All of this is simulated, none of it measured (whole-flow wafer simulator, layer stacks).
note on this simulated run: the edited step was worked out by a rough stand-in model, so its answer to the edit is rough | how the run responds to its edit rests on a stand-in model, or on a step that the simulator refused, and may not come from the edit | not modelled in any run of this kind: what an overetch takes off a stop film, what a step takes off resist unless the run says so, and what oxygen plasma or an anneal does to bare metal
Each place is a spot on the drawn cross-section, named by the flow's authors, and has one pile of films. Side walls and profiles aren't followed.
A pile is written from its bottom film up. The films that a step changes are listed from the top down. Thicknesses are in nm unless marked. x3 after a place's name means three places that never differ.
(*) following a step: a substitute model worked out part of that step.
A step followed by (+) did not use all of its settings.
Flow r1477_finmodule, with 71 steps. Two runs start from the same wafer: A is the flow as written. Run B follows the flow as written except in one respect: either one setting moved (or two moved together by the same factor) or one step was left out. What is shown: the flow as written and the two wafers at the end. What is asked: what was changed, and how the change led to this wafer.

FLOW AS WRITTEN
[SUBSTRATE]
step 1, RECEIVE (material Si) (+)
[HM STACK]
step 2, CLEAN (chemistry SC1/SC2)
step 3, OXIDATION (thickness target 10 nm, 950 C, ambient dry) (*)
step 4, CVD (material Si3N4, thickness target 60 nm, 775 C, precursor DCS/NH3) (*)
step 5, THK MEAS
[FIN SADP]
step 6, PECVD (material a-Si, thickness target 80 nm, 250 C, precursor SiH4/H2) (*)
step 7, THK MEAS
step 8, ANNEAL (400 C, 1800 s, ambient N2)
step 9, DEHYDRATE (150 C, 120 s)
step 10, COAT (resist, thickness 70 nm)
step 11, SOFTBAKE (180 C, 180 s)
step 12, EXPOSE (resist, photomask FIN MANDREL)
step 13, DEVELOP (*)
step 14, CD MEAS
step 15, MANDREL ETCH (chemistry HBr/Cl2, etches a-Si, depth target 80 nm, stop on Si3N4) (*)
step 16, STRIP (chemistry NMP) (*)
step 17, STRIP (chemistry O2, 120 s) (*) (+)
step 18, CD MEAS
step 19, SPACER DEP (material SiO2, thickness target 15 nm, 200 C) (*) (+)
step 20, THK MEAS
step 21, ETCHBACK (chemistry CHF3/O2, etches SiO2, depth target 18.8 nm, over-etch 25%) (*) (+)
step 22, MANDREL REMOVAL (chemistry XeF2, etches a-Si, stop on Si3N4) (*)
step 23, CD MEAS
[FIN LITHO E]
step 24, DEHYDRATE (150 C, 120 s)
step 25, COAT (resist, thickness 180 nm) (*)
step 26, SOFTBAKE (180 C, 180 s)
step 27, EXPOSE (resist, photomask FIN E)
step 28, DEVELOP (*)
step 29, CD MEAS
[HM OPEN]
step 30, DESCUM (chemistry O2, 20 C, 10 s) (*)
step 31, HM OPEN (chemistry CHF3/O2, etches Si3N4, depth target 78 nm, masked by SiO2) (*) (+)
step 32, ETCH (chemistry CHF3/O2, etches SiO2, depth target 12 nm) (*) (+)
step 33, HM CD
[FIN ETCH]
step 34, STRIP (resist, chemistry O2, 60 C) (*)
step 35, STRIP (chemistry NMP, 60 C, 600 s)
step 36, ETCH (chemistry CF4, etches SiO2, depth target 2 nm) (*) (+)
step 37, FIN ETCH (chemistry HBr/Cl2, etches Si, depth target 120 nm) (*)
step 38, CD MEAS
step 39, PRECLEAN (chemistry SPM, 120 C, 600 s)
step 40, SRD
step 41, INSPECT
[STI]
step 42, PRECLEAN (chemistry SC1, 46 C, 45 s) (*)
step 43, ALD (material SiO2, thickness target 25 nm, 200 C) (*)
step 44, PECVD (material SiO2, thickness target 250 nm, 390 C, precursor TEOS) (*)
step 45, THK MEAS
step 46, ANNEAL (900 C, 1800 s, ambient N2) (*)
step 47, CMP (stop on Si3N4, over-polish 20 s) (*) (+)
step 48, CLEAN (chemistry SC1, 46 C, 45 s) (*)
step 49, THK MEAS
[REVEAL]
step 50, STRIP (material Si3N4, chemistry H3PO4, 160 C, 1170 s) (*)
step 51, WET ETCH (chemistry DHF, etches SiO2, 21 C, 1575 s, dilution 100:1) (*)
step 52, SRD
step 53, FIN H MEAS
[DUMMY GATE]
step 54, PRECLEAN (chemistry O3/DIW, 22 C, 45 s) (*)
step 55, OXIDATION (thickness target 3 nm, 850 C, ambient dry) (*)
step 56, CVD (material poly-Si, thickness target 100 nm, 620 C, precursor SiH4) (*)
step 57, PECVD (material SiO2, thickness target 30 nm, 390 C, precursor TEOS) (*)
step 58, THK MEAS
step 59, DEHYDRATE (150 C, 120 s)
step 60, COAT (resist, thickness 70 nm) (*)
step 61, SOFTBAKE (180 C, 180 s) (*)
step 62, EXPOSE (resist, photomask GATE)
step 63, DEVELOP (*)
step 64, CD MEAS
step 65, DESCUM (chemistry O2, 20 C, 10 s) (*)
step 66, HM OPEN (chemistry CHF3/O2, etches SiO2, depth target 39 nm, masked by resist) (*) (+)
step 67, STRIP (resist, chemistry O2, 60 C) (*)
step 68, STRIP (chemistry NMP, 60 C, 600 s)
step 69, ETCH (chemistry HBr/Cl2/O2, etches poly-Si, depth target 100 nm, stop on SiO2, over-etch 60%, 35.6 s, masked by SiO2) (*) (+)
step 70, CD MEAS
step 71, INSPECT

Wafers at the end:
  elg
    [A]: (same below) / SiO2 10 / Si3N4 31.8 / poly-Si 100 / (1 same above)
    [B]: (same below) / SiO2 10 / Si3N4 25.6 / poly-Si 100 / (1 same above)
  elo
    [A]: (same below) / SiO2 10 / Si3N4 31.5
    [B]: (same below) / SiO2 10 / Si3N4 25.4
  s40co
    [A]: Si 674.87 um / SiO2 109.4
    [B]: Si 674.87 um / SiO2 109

What caused this: step 21, ETCHBACK: depth target 25.8 nm was run, though the flow has depth target 18.8 nm.

Step by step, how the change led to this:
  step 21, ETCHBACK (chemistry CHF3/O2, etches SiO2, depth target 18.8 nm, over-etch 25%) (*) (+)
      pad, padg, elg and 21 more: A SiO2 loses 15 (all of it), Si3N4 loses 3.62 | B SiO2 loses 15 (all of it), Si3N4 loses 10.3
      s40cg, s45cg, s50cg, s40co, s45co, s50co: A SiO2 loses 15.4 (all of it), a-Si loses 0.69 | B SiO2 loses 15.4 (all of it), a-Si loses 2.09
      (as well as at 6 more places)
  step 25, COAT (resist, thickness 180 nm) (*)
      s40cg, s40co: A resist gains 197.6 (new film) | B resist gains 193.1 (new film)
      s40sg_line, s40so_line: A resist gains 121.2 (new film) | B resist gains 123.7 (new film)
      (as well as at 8 more places)
  step 28, DEVELOP (*)
      s40cg, s40co: A resist loses 197.6 (all of it) | B resist loses 193.1 (all of it)
      s40sg_line, s40so_line: A resist loses 121.2 (all of it) | B resist loses 123.7 (all of it)
      (as well as at 8 more places)
  step 31, HM OPEN (chemistry CHF3/O2, etches Si3N4, depth target 78 nm, masked by SiO2) (*) (+)
      pad, padg, esg and 13 more: A Si3N4 loses 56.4 (all of it), SiO2 loses 10 (all of it) | B Si3N4 loses 49.7 (all of it), SiO2 loses 10 (all of it)
      elg, e40lg, e100lg, e200lg, elo, e40lo, e100lo, e200lo: A resist loses 78 | B resist loses 74.6
      (as well as at 12 more places)
  step 32, ETCH (chemistry CHF3/O2, etches SiO2, depth target 12 nm) (*) (+)
      s40cg, s45cg, s50cg, s40co, s45co, s50co: A SiO2 loses 1 (all of it), Si loses 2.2 | B SiO2 loses 2.71 (all of it), Si loses 1.86
  step 34, STRIP (resist, chemistry O2, 60 C) (*)
      elg, e40lg, e100lg, e200lg, elo, e40lo, e100lo, e200lo: A resist loses 73.8 (all of it) | B resist loses 77.2 (all of it)
  step 43, ALD (material SiO2, thickness target 25 nm, 200 C) (*)
      s40cg, s45cg, s50cg, s40co, s45co, s50co: A SiO2 gains 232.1 (new film) | B SiO2 gains 226.5 (new film)
      esg: A SiO2 gains 194.3 (new film) | B SiO2 gains 187.6 (new film)
  step 47, CMP (stop on Si3N4, over-polish 20 s) (*) (+)
      elg, esg, e40lg and 6 more: A SiO2 loses 241.6 | B SiO2 loses 234.9
  step 51, WET ETCH (chemistry DHF, etches SiO2, 21 C, 1575 s, dilution 100:1) (*)
      elg, e40lg, e100lg, e200lg, elo, e40lo, e100lo, e200lo: A SiO2 loses 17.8 (all of it), Si3N4 loses 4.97 | B SiO2 loses 24.5 (all of it), Si3N4 loses 4.43
  step 56, CVD (material poly-Si, thickness target 100 nm, 620 C, precursor SiH4) (*)
      esg: A poly-Si gains 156 (new film) | B poly-Si gains 149.9 (new film)
  step 60, COAT (resist, thickness 70 nm) (*)
      e40sg, eso, e40so: A resist gains 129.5 (new film) | B resist gains 123.7 (new film)
      e100sg, e100so: A resist gains 129.4 (new film) | B resist gains 123.6 (new film)
      (as well as at 2 more places)
  step 63, DEVELOP (*)
      eso, e40so: A resist loses 129.5 (all of it) | B resist loses 123.7 (all of it)
      e100so: A resist loses 129.4 (all of it) | B resist loses 123.6 (all of it)
      (as well as at 1 more place)
  step 67, STRIP (resist, chemistry O2, 60 C) (*)
      e40sg: A resist loses 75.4 (all of it) | B resist loses 69.6 (all of it)
      e100sg: A resist loses 75.3 (all of it) | B resist loses 69.5 (all of it)
      (as well as at 1 more place)
